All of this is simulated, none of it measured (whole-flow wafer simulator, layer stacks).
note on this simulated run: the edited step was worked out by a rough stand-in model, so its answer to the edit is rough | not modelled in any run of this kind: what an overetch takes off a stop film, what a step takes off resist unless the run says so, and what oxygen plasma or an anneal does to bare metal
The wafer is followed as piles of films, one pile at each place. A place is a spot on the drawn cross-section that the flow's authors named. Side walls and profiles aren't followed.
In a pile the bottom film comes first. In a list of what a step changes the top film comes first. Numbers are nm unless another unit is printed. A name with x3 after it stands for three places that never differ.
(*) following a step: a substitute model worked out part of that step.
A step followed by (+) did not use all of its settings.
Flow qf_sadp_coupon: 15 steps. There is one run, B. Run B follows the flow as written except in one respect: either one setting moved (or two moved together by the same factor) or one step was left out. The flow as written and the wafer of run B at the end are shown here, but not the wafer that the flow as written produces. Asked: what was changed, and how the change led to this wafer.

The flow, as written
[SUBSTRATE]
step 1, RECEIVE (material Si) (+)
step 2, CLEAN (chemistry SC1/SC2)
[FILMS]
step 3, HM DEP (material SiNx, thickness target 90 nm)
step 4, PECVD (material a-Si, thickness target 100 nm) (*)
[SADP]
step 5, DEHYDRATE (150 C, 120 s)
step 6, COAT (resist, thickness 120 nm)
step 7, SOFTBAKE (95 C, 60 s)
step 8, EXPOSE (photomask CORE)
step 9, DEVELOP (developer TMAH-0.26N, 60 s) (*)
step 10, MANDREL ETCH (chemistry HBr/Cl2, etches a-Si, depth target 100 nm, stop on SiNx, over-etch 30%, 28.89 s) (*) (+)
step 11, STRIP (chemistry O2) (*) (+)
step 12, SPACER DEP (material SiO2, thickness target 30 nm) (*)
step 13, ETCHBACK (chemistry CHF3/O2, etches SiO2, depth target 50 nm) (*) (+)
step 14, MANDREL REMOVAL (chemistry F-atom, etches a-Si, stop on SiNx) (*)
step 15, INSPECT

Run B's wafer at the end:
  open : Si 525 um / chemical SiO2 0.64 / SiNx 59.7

What caused this: step 10, MANDREL ETCH: depth target 137.5 nm was run, while the flow as written has depth target 100 nm; step 10, MANDREL ETCH: 39.72 s was run, where the flow has 28.89 s.

Step by step, how the change led to this:
  step 10, MANDREL ETCH (chemistry HBr/Cl2, etches a-Si, depth target 100 nm, stop on SiNx, over-etch 30%, 28.89 s) (*) (+)
      m: -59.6 resist (as written it would have been: -43.3 resist)
      open: -100 a-Si (all of it), -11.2 SiNx (as written it would have been: -100 a-Si (all of it), -4.29 SiNx)
  step 11, STRIP (chemistry O2) (*) (+)
      m: +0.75 chemical SiO2 (new film), -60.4 resist (all of it), -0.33 a-Si (as written it would have been: +0.74 chemical SiO2 (new film), -76.7 resist (all of it), -0.32 a-Si)
